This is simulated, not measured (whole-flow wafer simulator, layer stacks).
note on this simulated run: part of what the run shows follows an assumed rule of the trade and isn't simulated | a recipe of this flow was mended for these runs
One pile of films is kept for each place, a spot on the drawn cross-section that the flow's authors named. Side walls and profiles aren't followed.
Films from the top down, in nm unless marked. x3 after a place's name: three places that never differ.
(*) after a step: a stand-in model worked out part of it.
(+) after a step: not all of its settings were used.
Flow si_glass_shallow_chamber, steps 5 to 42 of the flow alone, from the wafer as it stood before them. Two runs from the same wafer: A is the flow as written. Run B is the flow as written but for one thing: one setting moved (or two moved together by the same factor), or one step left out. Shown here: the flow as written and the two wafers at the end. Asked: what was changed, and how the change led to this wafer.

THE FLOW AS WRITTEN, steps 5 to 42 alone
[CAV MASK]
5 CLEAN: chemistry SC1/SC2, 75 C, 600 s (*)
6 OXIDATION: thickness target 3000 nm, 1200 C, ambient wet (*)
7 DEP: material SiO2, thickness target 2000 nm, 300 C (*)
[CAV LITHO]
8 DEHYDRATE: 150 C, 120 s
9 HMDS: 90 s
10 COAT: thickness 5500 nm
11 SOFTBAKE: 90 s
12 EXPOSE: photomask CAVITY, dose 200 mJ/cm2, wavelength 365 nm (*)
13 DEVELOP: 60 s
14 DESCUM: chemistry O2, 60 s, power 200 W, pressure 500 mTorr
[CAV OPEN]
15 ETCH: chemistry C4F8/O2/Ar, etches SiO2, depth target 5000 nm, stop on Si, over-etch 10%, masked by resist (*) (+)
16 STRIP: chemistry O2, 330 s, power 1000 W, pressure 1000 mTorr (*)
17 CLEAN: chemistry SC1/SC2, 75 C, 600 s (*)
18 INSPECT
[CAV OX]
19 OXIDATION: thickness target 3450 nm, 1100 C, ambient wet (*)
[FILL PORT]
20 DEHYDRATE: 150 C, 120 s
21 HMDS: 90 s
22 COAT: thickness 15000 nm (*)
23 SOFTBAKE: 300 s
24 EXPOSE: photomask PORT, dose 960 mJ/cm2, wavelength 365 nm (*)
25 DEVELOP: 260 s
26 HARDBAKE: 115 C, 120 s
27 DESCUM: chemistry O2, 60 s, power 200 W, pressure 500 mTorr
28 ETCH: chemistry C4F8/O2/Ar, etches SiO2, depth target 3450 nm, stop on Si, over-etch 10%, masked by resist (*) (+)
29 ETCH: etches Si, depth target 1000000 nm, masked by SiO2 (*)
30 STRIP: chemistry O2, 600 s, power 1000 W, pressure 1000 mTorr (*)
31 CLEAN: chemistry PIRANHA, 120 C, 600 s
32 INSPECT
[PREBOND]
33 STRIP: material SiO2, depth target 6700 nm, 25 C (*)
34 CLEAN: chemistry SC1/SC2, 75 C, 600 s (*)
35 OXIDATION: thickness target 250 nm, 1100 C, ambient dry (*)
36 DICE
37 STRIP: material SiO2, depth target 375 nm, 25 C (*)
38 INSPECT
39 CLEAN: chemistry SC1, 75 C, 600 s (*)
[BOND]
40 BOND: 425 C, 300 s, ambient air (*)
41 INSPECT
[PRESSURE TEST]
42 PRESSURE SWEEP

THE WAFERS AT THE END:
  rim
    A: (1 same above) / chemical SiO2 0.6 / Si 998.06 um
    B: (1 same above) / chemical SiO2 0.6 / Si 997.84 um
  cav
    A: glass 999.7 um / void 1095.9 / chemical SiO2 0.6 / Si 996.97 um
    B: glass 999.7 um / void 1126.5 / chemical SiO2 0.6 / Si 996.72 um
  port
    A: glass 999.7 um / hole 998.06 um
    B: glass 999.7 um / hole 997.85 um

The cause: step 7, DEP: material SiO2, thickness target 2000 nm, 300 C (*), was left out.

How the change led to this, step by step:
  15 ETCH: chemistry C4F8/O2/Ar, etches SiO2, depth target 5000 nm, stop on Si, over-etch 10%, masked by resist (*) (+)
      rim, ramp, septum, ring: A thick-i-line-resist -1100 | B thick-i-line-resist -660
      cav, port: A SiO2 -5000 (all of it), Si -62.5 | B SiO2 -3000 (all of it), Si -312.5
  16 STRIP: chemistry O2, 330 s, power 1000 W, pressure 1000 mTorr (*)
      rim, ramp, septum, ring: A thick-i-line-resist -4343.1 (all of it) | B thick-i-line-resist -4783.1 (all of it)
  17 CLEAN: chemistry SC1/SC2, 75 C, 600 s (*)
      rim, ramp, septum, ring: A SiO2 -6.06 | B SiO2 -3.03
  19 OXIDATION: thickness target 3450 nm, 1100 C, ambient wet (*)
      rim, ramp, septum, ring: A SiO2 +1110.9, Si -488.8 | B SiO2 +1609.5, Si -708.2
  22 COAT: thickness 15000 nm (*)
      rim: A thick-i-line-resist +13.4 um (new film) | B thick-i-line-resist +14.01 um (new film)
      ramp: A thick-i-line-resist +12.89 um (new film) | B thick-i-line-resist +13.7 um (new film)
      (and at 4 more places)
  23 SOFTBAKE: 300 s
      rim: A thick-i-line-resist -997 | B thick-i-line-resist -591.4
      ramp: A thick-i-line-resist -487.1 | B thick-i-line-resist -279.6
      (and at 4 more places)
  25 DEVELOP: 260 s
      port: A thick-i-line-resist -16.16 um (all of it) | B thick-i-line-resist -15.7 um (all of it)
  26 HARDBAKE: 115 C, 120 s
      rim, ramp: A thick-i-line-resist -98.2 | B thick-i-line-resist -110.7
      cav: A thick-i-line-resist -147.1 | B thick-i-line-resist -137.5
  29 ETCH: etches Si, depth target 1000000 nm, masked by SiO2 (*)
      rim, ramp: A thick-i-line-resist -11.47 um (all of it), SiO2 -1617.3 | B thick-i-line-resist -12.48 um (all of it), SiO2 -1082.3
      port: A hole +997.05 um (new film), Si -997.05 um (all of it) | B hole +996.8 um (new film), Si -996.8 um (all of it)
      (and at 2 more places)
  30 STRIP: chemistry O2, 600 s, power 1000 W, pressure 1000 mTorr (*)
      cav: A thick-i-line-resist -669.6 (all of it) | B thick-i-line-resist -226.9 (all of it)
  33 STRIP: material SiO2, depth target 6700 nm, 25 C (*)
      rim, ramp: A SiO2 -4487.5 (all of it) | B SiO2 -3524.2 (all of it)
      septum: A SiO2 -5732.1 (all of it) | B SiO2 -4280.8 (all of it)
      (and at 1 more place)
  40 BOND: 425 C, 300 s, ambient air (*)
      cav: A glass +999.7 um (new film), void +1095.9 (new film) | B glass +999.7 um (new film), void +1126.5 (new film)
      port: A glass +999.7 um (new film), hole +1017.3 | B glass +999.7 um (new film), hole +1047.8
